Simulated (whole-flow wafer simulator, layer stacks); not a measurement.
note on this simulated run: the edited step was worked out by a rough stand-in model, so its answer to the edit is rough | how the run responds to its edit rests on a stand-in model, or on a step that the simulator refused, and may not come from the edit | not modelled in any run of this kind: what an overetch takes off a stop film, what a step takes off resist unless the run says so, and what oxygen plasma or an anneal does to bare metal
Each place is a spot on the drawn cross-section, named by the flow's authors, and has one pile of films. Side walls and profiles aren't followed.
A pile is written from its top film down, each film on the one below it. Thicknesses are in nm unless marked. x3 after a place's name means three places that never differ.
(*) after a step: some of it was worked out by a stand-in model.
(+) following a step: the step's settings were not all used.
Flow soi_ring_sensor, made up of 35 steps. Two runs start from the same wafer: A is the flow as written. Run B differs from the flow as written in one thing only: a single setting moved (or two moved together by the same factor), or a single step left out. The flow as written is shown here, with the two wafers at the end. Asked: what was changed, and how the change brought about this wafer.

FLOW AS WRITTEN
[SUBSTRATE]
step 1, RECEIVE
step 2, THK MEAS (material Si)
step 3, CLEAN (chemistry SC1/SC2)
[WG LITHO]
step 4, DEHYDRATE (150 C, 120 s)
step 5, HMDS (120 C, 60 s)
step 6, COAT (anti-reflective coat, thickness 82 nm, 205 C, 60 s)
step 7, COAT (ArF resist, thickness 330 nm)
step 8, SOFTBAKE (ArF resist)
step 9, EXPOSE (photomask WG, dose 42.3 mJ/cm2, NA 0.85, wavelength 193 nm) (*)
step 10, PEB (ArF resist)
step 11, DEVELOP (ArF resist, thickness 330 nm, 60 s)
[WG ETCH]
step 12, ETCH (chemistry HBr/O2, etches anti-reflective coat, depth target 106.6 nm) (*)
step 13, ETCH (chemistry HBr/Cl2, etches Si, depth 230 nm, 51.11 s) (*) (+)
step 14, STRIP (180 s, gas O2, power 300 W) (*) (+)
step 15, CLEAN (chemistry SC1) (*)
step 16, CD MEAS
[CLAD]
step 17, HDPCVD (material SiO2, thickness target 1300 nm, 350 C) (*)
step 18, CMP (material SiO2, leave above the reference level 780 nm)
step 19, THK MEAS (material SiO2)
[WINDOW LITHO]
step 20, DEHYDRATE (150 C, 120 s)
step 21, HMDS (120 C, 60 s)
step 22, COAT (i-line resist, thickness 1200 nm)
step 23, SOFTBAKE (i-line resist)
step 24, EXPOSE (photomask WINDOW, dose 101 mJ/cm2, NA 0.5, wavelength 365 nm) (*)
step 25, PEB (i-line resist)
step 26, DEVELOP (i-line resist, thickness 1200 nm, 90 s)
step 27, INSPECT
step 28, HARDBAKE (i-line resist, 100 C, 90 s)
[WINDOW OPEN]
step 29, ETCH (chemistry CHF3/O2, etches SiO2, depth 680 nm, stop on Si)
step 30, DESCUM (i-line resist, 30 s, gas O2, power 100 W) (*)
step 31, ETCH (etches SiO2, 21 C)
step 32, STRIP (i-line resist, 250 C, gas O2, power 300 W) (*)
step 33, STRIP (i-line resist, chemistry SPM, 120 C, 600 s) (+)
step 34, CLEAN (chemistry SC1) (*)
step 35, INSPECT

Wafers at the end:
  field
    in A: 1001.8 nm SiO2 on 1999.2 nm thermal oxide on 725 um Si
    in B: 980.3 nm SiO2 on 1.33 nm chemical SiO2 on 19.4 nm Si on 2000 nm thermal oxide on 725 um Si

The reason: step 13, ETCH: depth 200 nm was run, though the flow has depth 230 nm; step 13, ETCH: 44.47 s was run, where the flow has 51.11 s.

How this came from the change, step by step:
  step 13, ETCH (chemistry HBr/Cl2, etches Si, depth 230 nm, 51.11 s) (*) (+)
      gap, window, field, gap_clad: A Si loses 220 (all of it), thermal oxide loses 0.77 | B Si loses 200
      core, core_clad: A ArF resist loses 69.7 | B ArF resist loses 60.6
  step 14, STRIP (180 s, gas O2, power 300 W) (*) (+)
      gap, window, field, gap_clad: A nothing | B chemical SiO2 gains 1.33 (new film), Si loses 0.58
      core, core_clad: A ArF resist loses 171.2 (all of it), anti-reflective coat loses 82 (all of it), chemical SiO2 gains 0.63, Si loses 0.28 | B ArF resist loses 180.2 (all of it), anti-reflective coat loses 82 (all of it), chemical SiO2 gains 0.62, Si loses 0.27
  step 18, CMP (material SiO2, leave above the reference level 780 nm)
      gap, window, field, gap_clad: A SiO2 loses 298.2 | B SiO2 loses 319.7
